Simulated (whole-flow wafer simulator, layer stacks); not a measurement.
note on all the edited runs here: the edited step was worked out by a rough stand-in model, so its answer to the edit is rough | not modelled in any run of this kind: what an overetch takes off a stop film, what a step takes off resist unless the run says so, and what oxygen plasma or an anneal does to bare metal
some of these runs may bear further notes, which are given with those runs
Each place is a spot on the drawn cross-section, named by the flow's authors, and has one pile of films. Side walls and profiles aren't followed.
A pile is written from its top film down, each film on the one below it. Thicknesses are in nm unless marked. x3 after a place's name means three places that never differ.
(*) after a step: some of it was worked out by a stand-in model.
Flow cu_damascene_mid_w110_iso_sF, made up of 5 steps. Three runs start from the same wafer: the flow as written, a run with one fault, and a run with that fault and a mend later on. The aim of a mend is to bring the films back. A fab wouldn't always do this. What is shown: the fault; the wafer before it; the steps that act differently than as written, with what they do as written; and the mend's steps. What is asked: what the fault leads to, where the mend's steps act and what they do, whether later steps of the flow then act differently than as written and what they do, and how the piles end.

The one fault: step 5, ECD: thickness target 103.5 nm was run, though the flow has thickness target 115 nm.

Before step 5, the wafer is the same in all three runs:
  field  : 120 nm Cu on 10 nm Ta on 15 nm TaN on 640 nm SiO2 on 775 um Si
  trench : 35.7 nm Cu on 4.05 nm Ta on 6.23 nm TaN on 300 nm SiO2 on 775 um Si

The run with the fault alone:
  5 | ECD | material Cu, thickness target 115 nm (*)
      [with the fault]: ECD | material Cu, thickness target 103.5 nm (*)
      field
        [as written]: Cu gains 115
        [with the fault]: Cu gains 103.5
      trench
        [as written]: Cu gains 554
        [with the fault]: Cu gains 542.5
  Every later step of the flow that is run acts as written at every place that is followed.
  By the end, the piles at field depart from the flow's by more than 2% or 0.5 nm, whichever is larger.
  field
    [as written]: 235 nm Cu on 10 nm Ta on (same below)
    [with the fault]: 223.5 nm Cu on 10 nm Ta on (same below)

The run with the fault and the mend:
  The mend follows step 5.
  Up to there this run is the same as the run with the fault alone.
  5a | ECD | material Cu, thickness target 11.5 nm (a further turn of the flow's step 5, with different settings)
      field, trench
        Cu gains 11.5
  Every later step of the flow that is run acts as written at every place that is followed.
  By the end, the piles equal the flow's at every place that both follow.
